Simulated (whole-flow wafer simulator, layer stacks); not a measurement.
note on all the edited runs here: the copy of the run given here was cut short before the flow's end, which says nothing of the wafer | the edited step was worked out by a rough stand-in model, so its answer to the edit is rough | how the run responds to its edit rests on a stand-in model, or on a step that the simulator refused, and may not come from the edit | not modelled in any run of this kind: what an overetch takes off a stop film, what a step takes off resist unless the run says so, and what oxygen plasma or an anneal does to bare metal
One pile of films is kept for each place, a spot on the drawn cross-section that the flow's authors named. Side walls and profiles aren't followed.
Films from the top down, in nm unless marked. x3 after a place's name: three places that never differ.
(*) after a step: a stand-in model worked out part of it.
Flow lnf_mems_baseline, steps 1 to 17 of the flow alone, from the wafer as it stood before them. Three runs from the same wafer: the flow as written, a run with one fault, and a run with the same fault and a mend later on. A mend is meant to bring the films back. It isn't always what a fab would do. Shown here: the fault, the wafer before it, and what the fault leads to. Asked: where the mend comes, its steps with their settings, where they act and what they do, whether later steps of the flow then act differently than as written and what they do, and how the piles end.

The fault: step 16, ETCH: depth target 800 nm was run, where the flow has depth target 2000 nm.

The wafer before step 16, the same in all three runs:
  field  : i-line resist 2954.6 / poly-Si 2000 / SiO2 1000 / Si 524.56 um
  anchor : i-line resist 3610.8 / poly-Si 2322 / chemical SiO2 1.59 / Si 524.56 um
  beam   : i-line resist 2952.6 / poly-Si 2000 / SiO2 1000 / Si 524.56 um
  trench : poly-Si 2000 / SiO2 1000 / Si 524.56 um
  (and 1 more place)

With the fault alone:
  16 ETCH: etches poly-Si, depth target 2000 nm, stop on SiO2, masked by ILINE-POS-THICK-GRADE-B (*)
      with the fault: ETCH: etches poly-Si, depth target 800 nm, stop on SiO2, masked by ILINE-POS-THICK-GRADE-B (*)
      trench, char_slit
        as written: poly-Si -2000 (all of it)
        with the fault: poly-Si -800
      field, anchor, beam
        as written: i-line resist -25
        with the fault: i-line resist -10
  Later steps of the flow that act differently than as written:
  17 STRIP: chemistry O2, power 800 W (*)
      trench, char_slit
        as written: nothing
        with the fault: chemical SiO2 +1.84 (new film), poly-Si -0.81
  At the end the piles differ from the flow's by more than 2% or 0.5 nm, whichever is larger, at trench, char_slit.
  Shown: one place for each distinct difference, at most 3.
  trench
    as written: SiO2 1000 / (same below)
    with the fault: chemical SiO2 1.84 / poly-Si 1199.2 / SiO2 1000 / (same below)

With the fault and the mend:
  The mend comes after step 16.
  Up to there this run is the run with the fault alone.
  16a ETCH: etches poly-Si, depth target 1200 nm, stop on SiO2, masked by ILINE-POS-THICK-GRADE-B (*) (the flow's step 16 once more, with other settings)
      field, anchor, beam
        i-line resist -15
      trench, char_slit
        poly-Si -1200 (all of it)
  No later step of the flow acts differently than as written at any place that is followed.
  At the end the piles are the same as the flow's at every place that both follow.
